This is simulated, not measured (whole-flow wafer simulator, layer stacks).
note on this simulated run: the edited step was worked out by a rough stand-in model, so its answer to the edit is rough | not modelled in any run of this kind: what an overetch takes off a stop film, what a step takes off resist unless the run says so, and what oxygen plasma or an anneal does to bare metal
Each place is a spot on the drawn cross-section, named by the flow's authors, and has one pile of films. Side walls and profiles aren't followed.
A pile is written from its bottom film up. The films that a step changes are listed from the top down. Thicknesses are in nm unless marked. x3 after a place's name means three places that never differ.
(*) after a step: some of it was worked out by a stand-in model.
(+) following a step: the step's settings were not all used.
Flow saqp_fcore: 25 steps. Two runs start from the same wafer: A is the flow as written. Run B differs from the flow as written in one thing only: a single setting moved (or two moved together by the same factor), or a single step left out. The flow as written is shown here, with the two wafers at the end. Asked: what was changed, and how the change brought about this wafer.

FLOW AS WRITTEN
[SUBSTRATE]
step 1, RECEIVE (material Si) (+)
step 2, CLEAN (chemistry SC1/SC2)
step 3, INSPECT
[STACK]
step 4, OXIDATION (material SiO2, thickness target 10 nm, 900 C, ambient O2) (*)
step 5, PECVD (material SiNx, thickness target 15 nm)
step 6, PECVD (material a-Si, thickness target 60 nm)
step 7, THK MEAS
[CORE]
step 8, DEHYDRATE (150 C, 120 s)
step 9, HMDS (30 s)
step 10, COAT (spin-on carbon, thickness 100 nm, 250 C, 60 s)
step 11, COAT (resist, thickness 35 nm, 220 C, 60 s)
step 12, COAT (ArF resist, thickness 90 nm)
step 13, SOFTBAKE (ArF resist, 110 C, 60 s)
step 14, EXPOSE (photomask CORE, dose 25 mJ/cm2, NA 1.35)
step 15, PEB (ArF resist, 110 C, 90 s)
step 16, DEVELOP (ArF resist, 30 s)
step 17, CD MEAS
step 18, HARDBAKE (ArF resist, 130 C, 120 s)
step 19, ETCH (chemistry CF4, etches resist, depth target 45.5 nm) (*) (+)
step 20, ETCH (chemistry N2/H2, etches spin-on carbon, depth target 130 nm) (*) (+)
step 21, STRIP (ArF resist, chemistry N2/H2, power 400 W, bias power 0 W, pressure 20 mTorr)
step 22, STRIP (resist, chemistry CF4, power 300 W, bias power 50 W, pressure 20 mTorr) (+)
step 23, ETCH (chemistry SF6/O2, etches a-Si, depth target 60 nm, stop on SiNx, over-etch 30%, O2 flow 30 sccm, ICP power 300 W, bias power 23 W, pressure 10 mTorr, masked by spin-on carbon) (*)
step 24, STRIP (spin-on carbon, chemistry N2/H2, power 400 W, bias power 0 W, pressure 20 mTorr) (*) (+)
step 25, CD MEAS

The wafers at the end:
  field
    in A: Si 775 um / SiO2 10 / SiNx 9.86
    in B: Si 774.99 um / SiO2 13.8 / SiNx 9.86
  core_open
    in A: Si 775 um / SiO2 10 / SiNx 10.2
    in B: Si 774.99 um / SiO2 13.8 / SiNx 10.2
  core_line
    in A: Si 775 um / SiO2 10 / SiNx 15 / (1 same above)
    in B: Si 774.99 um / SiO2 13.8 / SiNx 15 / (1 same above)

The reason: step 4, OXIDATION: thickness target 13.8 nm was run, though the flow has thickness target 10 nm.
The wafer lets one read it off: field has SiO2 13.8, and step 4 as written asks for 10 nm.

How this came from the change, step by step:
  step 4, OXIDATION (material SiO2, thickness target 10 nm, 900 C, ambient O2) (*)
      field, core_open, core_line: A +10 SiO2 (new film), -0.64 chemical SiO2 (all of it), -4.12 Si | B +13.8 SiO2 (new film), -0.64 chemical SiO2 (all of it), -5.79 Si
